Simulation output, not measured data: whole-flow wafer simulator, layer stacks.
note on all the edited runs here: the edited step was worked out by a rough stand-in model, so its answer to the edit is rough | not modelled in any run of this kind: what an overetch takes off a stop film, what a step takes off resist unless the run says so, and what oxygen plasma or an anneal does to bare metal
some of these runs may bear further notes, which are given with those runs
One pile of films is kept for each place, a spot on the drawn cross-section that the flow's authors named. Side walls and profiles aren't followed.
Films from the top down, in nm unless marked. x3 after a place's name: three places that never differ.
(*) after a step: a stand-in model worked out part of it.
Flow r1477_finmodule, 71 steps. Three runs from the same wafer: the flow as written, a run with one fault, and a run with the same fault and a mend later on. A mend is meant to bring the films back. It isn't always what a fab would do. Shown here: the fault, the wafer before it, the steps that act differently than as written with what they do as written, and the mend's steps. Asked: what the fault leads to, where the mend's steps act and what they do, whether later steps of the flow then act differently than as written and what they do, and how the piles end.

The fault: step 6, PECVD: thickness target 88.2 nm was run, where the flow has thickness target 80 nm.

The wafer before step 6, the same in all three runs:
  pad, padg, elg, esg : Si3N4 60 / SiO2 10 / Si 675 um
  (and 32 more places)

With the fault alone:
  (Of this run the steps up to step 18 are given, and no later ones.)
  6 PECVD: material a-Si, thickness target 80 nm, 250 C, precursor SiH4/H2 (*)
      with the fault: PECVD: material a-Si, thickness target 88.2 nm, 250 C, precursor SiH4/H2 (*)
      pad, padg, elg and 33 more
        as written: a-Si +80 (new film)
        with the fault: a-Si +88.2 (new film)
  Later steps of the flow that act differently than as written:
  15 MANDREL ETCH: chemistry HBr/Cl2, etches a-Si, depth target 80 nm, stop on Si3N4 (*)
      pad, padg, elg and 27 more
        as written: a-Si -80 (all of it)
        with the fault: a-Si -80
  After step 18 the piles differ from the flow's by more than 2% or 0.5 nm, whichever is larger, at pad, padg, elg and 33 more.
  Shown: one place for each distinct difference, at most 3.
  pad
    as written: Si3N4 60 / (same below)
    with the fault: a-Si 8.2 / Si3N4 60 / (same below)
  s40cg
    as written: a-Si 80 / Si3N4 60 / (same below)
    with the fault: a-Si 88.2 / Si3N4 60 / (same below)

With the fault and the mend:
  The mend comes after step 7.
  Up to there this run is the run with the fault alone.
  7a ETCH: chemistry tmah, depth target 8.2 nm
      pad, padg, elg and 33 more
        a-Si -8.2
  No later step of the flow acts differently than as written at any place that is followed.
  At the end the piles are the same as the flow's at every place that both follow.
